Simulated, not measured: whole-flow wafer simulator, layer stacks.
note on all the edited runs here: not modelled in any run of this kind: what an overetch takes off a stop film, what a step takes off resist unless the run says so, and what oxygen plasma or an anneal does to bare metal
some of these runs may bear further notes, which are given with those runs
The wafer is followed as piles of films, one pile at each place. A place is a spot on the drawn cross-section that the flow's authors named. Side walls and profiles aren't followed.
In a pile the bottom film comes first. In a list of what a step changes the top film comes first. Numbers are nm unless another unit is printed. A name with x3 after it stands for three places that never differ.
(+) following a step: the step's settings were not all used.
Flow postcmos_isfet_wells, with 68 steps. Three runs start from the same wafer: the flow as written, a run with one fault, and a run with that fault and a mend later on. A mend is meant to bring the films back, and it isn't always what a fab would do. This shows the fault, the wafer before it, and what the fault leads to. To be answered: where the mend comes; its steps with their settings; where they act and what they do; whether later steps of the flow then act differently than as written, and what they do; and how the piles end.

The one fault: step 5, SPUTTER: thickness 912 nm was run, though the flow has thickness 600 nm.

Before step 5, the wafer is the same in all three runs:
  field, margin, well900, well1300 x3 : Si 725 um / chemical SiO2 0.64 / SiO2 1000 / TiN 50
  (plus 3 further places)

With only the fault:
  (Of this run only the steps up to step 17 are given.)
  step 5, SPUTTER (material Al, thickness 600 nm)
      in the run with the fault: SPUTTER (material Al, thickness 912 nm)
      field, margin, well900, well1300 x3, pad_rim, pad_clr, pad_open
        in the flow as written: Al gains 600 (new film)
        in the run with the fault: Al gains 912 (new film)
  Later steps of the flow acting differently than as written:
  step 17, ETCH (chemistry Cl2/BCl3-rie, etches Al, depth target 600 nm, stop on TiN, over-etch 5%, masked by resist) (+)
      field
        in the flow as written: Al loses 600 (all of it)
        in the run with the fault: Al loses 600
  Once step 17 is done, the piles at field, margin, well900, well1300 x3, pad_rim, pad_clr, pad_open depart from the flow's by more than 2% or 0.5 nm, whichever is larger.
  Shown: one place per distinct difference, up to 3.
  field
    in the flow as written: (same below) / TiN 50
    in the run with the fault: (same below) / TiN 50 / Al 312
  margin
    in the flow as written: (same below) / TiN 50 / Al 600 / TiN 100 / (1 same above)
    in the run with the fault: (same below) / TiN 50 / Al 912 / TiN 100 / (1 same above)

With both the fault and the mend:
  The mend follows step 5.
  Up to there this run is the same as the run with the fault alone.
  step 5a, ETCH (chemistry al pan, depth target 1049 nm)
      field, margin, well900, well1300 x3, pad_rim, pad_clr, pad_open
        Al loses 912 (all of it)
  step 5b, SPUTTER (material Al, thickness 600 nm) (the flow's step 5, run once more)
      field, margin, well900, well1300 x3, pad_rim, pad_clr, pad_open
        Al gains 600 (new film)
  Later steps of the flow that are run all act as written at every place that is followed.
  By the end, the piles equal the flow's at every place that both follow.
